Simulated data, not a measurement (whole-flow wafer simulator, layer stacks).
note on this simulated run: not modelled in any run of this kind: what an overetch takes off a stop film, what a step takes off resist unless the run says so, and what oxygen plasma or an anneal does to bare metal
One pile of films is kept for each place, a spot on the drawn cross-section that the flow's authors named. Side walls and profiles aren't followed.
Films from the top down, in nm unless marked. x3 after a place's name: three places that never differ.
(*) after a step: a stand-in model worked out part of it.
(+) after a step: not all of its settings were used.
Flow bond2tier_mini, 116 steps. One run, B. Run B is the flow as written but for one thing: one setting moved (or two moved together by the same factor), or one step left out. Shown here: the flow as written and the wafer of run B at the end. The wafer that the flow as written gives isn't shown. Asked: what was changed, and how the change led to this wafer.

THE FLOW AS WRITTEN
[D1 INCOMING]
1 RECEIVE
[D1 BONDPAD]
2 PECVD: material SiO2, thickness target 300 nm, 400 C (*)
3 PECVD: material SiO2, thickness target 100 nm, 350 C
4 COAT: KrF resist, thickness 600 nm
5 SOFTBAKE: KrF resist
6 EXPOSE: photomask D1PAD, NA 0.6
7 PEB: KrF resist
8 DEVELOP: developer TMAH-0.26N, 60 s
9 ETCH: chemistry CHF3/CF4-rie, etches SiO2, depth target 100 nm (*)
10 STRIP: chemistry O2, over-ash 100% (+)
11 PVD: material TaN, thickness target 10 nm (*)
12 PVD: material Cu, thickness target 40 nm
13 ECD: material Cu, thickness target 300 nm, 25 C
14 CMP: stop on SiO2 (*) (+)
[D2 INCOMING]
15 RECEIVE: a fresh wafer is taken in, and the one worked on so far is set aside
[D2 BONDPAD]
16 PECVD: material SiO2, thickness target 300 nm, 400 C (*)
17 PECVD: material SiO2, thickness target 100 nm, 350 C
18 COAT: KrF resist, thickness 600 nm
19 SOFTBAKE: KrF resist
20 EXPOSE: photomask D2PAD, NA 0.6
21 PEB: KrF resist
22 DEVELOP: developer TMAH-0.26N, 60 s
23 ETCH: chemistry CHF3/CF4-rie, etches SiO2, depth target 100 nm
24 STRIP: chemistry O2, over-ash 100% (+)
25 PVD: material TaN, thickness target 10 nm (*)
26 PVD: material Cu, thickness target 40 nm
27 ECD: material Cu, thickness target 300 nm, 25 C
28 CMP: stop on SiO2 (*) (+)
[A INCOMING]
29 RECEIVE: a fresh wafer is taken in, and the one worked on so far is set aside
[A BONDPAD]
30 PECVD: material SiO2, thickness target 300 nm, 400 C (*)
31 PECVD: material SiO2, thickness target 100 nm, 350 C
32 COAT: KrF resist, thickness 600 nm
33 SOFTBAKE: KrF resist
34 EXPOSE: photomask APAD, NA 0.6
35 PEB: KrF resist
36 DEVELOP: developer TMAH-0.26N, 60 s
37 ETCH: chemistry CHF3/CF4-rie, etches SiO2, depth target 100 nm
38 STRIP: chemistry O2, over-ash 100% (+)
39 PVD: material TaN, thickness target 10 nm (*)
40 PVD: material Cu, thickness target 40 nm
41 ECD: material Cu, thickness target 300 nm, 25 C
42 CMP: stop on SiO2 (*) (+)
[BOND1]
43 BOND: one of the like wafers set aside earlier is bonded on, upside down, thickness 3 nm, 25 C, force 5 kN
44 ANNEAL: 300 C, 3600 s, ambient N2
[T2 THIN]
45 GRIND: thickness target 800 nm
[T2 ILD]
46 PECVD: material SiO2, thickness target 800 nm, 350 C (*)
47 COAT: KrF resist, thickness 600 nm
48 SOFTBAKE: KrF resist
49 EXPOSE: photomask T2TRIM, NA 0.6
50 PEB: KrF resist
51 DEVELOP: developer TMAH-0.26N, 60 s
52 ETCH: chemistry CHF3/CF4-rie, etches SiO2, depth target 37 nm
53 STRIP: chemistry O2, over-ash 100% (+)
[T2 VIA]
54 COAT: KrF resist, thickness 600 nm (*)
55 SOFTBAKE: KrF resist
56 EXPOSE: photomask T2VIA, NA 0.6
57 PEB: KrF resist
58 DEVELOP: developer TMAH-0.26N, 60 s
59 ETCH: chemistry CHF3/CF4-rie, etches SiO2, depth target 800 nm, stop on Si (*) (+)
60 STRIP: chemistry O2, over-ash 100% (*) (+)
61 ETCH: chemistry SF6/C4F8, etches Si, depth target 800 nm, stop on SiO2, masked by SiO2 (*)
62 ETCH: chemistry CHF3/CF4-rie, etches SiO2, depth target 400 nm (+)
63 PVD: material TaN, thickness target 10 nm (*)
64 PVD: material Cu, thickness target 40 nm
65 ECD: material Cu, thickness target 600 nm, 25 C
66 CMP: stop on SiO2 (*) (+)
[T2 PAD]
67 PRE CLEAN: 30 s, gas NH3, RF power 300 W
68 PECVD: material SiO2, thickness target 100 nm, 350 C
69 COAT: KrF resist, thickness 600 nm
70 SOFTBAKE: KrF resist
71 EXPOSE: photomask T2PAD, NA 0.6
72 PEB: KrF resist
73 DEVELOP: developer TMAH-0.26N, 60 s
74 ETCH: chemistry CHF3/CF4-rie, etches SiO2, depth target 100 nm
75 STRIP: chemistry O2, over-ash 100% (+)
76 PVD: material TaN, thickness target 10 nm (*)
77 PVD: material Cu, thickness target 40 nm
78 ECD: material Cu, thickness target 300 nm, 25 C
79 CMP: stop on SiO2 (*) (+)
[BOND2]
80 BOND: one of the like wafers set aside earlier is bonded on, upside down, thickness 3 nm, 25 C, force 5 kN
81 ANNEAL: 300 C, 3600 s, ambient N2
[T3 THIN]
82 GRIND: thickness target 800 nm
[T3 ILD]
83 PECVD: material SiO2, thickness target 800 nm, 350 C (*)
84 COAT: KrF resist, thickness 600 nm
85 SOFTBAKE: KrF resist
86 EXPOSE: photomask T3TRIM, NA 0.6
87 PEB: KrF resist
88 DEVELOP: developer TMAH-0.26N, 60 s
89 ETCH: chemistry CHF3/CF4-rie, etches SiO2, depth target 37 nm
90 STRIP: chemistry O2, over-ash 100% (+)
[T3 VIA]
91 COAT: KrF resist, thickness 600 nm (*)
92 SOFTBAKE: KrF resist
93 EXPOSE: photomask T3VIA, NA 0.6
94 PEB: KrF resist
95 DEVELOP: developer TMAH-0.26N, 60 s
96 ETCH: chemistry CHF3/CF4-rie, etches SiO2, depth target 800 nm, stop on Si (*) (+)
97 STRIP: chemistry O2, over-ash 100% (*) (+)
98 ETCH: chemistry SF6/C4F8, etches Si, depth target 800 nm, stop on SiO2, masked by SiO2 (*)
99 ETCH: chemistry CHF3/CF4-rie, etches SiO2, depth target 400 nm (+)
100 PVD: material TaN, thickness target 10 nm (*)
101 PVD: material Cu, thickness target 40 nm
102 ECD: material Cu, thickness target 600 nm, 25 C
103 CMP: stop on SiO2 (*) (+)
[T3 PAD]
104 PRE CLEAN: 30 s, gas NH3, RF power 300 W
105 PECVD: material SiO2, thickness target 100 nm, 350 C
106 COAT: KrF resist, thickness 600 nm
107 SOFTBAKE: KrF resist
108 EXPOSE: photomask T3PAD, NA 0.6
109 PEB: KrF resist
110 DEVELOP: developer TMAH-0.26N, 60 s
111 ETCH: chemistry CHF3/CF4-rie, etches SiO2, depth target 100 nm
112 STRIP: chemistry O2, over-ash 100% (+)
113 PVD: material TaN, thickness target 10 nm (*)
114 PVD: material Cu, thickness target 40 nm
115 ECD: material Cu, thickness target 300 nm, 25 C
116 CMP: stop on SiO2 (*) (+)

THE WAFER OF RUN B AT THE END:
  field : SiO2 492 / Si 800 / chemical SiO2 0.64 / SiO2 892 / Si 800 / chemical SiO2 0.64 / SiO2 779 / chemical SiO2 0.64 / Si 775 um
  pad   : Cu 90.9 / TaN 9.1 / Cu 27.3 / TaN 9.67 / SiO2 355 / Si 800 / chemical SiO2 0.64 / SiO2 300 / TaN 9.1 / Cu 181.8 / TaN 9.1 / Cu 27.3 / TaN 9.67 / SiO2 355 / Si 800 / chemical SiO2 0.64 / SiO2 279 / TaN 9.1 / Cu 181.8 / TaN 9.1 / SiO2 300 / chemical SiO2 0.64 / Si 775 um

The cause: step 3, PECVD: thickness target 79 nm was run, where the flow has thickness target 100 nm.

How the change led to this, step by step:
  3 PECVD: material SiO2, thickness target 100 nm, 350 C
      field, pad, via: SiO2 +79 (as written it would be: SiO2 +100)
  43 BOND: one of the like wafers set aside earlier is bonded on, upside down, thickness 3 nm, 25 C, force 5 kN
      field: Si +775 um (new film), chemical SiO2 +0.64 (new film), SiO2 +379 (as written it would be: Si +775 um (new film), chemical SiO2 +0.64 (new film), SiO2 +400)
      pad: Si +775 um (new film), chemical SiO2 +0.64 (new film), SiO2 +279 (new film), TaN +9.1 (new film), Cu +90.9 (as written it would be: Si +775 um (new film), chemical SiO2 +0.64 (new film), SiO2 +300 (new film), TaN +9.1 (new film), Cu +90.9)
      (and at 1 more place)
